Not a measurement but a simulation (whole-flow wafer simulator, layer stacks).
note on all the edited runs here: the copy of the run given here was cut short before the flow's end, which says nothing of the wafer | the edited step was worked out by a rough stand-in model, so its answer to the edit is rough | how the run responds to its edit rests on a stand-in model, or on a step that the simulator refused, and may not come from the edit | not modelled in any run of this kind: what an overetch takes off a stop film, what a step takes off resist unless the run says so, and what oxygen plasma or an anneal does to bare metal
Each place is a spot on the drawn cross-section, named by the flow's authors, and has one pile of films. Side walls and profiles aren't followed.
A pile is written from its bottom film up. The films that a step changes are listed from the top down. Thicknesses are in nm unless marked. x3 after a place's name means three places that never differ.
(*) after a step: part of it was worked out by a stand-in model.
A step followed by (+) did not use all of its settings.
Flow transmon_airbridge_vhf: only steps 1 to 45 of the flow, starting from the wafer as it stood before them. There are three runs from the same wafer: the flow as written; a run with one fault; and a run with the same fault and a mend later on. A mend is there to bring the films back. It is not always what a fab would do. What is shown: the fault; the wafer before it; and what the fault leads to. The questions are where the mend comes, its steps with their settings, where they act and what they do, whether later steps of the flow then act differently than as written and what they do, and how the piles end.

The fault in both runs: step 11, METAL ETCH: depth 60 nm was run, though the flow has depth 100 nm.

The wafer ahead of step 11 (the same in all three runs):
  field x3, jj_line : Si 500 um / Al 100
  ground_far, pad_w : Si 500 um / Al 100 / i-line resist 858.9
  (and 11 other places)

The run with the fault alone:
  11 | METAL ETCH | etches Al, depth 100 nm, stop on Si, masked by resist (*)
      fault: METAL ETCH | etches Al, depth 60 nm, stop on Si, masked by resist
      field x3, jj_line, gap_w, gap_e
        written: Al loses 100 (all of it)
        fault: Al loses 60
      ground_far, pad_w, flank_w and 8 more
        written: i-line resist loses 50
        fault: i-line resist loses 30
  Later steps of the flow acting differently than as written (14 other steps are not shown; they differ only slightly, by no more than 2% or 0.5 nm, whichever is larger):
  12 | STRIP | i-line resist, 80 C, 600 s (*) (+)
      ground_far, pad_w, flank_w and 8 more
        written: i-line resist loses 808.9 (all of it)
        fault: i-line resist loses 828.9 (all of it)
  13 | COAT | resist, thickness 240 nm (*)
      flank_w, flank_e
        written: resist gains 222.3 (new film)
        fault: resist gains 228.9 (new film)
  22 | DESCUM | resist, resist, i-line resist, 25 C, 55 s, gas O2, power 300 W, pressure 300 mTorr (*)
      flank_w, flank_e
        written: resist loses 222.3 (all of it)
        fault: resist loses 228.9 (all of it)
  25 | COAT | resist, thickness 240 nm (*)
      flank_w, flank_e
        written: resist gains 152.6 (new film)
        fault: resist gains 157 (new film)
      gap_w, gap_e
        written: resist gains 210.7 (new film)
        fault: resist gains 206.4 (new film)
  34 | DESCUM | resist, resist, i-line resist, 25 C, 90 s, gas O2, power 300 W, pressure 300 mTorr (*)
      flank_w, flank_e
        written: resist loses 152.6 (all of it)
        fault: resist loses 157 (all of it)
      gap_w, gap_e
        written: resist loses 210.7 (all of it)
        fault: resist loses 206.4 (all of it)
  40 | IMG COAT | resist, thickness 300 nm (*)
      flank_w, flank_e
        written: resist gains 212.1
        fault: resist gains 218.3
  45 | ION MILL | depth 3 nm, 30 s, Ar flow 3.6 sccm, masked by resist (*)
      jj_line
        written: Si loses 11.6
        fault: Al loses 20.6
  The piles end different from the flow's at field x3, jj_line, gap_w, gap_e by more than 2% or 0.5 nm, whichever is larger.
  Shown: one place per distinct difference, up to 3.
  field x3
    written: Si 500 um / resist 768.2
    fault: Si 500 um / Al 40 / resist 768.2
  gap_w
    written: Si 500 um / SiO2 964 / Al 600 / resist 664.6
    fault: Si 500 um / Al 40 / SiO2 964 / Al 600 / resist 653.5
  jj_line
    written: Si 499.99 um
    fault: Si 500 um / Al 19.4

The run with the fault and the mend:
  The mend stands after step 12.
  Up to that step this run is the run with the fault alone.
  12a | COAT | i-line resist, thickness 900 nm (*) (a further turn of the flow's step 6)
      field x3, jj_line, trace_open_s x2, margin_s, bridge_strip, margin_n
        i-line resist gains 900 (new film)
      pad_w, pad_e
        i-line resist gains 892.6 (new film)
      flank_w, flank_e
        i-line resist gains 885.9 (new film)
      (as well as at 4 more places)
  12b | SOFTBAKE | i-line resist, 90 C, 90 s (a further turn of the flow's step 7)
      flank_w, flank_e
        i-line resist loses 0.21
      gap_w, gap_e
        i-line resist gains 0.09
      cpw_trace
        i-line resist loses 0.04
  12c | EXPOSE | i-line resist, thickness 900 nm, photomask AB CPW, dose 155.4 mJ/cm2, NA 0.45, wavelength 365 nm (*) (a further turn of the flow's step 8)
      does not change any film at any place that is followed
  12d | PEB | i-line resist, 110 C, 60 s (a further turn of the flow's step 9)
      field x3, jj_line, trace_open_s x2, margin_s, bridge_strip, margin_n
        i-line resist loses 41
      pad_w, pad_e
        i-line resist loses 40.7
      flank_w, flank_e
        i-line resist loses 40.4
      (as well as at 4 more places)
  12e | DEVELOP | i-line resist, thickness 900 nm, developer developer-B, 60 s (a further turn of the flow's step 10)
      ground_far, trace_open_s x2, margin_s, bridge_strip, margin_n
        i-line resist loses 0.03
      field x3, jj_line
        i-line resist loses 859 (all of it)
      gap_w, gap_e
        i-line resist loses 890.3 (all of it)
  12f | METAL ETCH | etches Al, depth 40 nm, stop on Si, masked by resist (*) (a further turn of the flow's step 11, with different settings)
      ground_far, pad_w, flank_w and 8 more
        i-line resist loses 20
      field x3, jj_line, gap_w, gap_e
        Al loses 40 (all of it)
  12g | STRIP | i-line resist, 80 C, 600 s (*) (+) (a further turn of the flow's step 12)
      trace_open_s x2, margin_s, bridge_strip, margin_n
        i-line resist loses 838.9 (all of it)
      pad_w, pad_e
        i-line resist loses 831.9 (all of it)
      flank_w, flank_e
        i-line resist loses 825.3 (all of it)
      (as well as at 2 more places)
  None of the later steps of the flow acts differently than as written at any place that is followed.
  The piles end the same as the flow's at every place that both follow.
